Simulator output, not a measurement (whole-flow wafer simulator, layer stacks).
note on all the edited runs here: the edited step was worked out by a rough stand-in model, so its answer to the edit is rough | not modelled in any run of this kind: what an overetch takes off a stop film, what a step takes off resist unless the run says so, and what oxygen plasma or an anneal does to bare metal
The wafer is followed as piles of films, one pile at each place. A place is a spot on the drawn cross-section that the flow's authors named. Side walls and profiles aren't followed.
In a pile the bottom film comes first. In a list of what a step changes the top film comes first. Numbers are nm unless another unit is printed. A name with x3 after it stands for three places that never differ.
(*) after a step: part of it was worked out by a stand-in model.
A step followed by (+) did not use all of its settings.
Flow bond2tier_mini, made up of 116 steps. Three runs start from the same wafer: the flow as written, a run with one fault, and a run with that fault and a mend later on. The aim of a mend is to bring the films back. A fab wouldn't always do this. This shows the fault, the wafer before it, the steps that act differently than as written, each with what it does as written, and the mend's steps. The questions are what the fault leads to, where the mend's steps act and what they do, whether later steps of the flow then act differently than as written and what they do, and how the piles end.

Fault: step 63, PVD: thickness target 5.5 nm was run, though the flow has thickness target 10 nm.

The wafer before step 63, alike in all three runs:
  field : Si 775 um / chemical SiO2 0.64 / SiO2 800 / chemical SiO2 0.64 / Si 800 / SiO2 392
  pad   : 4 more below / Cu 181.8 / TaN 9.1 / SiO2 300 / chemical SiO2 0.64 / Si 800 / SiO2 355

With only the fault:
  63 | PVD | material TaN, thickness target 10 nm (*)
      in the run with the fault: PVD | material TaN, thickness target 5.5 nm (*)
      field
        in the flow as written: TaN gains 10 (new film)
        in the run with the fault: TaN gains 5.5 (new film)
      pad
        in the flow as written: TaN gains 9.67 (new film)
        in the run with the fault: TaN gains 5.32 (new film)
  Later steps of the flow acting differently than as written (1 other step is not shown; it differs only slightly, by no more than 2% or 0.5 nm, whichever is larger):
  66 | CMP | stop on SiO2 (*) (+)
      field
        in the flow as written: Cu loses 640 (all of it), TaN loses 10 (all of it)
        in the run with the fault: Cu loses 640 (all of it), TaN loses 5.5 (all of it)
  By the end, the piles at pad depart from the flow's by more than 2% or 0.5 nm, whichever is larger.
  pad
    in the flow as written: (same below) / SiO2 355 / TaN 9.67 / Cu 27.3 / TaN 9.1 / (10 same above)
    in the run with the fault: (same below) / SiO2 355 / TaN 5.32 / Cu 31.7 / TaN 9.1 / (10 same above)

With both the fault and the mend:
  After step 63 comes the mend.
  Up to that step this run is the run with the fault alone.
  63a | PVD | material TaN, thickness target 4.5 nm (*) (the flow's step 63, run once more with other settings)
      field
        TaN gains 4.5
      pad
        TaN gains 4.35
  None of the later steps of the flow acts differently than as written at any place that is followed.
  The piles end only slightly different from the flow's at the places that both follow, by no more than 2% or 0.5 nm, whichever is larger.
